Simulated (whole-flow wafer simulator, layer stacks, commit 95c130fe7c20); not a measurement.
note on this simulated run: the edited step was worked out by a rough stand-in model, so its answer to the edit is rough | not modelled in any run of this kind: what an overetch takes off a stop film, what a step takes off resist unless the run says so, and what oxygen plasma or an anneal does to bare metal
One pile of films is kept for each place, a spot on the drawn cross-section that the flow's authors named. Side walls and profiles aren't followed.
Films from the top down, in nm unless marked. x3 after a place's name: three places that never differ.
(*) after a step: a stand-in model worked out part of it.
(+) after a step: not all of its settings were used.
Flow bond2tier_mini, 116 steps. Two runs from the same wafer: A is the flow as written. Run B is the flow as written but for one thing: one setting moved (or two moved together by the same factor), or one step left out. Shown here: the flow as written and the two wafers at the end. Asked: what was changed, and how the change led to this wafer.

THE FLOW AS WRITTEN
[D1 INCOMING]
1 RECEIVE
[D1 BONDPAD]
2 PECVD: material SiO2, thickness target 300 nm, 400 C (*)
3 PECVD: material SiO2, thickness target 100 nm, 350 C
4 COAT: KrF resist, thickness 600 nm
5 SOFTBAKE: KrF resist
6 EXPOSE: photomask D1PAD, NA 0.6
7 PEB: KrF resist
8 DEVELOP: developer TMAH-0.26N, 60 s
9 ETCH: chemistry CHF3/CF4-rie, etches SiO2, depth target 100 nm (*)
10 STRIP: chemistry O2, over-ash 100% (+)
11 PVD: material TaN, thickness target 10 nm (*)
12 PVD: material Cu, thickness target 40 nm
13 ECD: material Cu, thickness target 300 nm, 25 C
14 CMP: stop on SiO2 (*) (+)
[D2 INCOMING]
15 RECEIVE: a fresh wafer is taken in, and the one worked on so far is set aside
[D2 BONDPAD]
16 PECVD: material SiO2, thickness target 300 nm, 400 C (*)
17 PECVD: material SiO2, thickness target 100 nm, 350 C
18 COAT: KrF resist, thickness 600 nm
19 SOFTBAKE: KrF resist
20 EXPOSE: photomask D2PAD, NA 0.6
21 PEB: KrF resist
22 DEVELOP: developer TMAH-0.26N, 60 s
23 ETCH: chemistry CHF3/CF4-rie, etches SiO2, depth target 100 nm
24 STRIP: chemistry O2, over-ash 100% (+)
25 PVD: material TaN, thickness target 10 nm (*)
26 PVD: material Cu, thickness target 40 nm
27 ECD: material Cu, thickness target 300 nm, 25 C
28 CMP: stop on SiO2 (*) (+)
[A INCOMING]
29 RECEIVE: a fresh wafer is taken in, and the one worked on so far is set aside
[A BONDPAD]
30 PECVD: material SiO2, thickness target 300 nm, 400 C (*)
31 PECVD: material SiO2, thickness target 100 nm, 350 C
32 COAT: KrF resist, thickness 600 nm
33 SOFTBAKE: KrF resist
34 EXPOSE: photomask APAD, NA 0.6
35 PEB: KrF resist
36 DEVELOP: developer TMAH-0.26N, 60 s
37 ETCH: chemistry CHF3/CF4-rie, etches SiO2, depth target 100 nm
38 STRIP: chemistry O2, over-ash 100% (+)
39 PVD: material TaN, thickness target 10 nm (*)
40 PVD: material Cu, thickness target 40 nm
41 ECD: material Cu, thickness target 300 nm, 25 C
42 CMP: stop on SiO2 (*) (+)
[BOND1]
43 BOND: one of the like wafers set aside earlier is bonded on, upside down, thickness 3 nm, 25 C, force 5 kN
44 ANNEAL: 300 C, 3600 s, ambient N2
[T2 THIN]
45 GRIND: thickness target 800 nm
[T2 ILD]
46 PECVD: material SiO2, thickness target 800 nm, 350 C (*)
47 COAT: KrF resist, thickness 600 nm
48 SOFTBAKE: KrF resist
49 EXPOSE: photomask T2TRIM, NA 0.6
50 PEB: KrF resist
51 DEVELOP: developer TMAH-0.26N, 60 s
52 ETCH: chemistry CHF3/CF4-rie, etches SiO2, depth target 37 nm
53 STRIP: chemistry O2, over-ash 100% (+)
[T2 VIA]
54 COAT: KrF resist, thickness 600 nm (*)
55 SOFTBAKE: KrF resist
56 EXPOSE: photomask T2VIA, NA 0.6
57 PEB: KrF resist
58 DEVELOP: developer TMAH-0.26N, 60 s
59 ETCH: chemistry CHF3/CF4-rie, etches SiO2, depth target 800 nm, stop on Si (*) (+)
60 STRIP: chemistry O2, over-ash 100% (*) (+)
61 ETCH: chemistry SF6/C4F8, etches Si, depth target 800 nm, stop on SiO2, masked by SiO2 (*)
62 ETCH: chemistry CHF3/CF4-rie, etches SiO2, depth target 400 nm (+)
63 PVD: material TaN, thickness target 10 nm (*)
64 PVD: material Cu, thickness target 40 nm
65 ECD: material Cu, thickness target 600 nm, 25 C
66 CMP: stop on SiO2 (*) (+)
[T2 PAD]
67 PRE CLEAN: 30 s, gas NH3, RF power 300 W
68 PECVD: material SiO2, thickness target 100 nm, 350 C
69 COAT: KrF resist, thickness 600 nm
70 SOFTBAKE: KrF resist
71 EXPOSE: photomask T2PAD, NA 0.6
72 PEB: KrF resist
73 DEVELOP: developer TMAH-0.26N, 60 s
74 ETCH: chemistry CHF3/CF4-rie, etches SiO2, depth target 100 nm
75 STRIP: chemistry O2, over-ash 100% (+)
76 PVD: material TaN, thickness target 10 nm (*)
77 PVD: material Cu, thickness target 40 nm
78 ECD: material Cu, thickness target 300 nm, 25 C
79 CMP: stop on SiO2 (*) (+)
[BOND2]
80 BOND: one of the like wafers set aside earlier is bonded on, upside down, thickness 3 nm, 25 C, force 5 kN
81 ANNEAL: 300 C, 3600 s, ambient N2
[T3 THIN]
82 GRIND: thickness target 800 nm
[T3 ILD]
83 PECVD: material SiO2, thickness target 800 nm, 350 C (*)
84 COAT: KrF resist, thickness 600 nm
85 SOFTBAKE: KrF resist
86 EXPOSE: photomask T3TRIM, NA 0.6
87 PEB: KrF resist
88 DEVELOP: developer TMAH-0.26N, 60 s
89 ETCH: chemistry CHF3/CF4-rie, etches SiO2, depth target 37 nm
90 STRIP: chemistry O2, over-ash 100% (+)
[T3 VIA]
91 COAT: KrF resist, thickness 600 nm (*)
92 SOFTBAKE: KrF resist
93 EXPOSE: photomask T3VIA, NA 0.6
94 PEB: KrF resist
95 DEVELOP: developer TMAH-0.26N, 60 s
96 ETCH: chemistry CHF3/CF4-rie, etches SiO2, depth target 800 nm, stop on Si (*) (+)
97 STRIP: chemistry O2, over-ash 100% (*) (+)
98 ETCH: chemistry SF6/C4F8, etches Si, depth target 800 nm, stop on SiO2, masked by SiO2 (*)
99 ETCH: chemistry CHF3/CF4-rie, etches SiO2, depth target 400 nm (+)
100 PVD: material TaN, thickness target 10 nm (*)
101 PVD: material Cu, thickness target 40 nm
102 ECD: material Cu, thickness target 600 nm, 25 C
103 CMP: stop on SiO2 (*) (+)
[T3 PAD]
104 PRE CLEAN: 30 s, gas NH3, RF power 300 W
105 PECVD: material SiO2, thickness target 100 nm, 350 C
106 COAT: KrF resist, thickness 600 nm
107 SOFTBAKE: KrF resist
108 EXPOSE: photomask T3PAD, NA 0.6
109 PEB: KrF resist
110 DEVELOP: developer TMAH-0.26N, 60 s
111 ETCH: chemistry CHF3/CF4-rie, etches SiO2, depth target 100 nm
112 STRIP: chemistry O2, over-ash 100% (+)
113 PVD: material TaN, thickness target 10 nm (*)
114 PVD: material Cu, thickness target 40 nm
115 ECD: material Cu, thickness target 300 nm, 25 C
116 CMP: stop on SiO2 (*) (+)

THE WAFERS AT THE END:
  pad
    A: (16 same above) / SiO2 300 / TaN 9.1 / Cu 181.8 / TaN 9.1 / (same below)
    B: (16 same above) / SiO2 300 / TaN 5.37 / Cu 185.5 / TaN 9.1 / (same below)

The cause: step 11, PVD: thickness target 5.9 nm was run, where the flow has thickness target 10 nm.

How the change led to this, step by step:
  11 PVD: material TaN, thickness target 10 nm (*)
      field: A TaN +10 (new film) | B TaN +5.9 (new film)
      pad: A TaN +9.1 (new film) | B TaN +5.37 (new film)
      (and at 1 more place)
  14 CMP: stop on SiO2 (*) (+)
      field: A Cu -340 (all of it), TaN -10 (all of it) | B Cu -340 (all of it), TaN -5.9 (all of it)
  43 BOND: one of the like wafers set aside earlier is bonded on, upside down, thickness 3 nm, 25 C, force 5 kN
      pad: A Si +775 um (new film), chemical SiO2 +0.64 (new film), SiO2 +300 (new film), TaN +9.1 (new film), Cu +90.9 | B Si +775 um (new film), chemical SiO2 +0.64 (new film), SiO2 +300 (new film), TaN +5.37 (new film), Cu +94.6
      via: A Si +775 um (new film), chemical SiO2 +0.64 (new film), SiO2 +300 (new film), TaN +9.97 (new film), Cu +90 | B Si +775 um (new film), chemical SiO2 +0.64 (new film), SiO2 +300 (new film), TaN +5.88 (new film), Cu +94.1
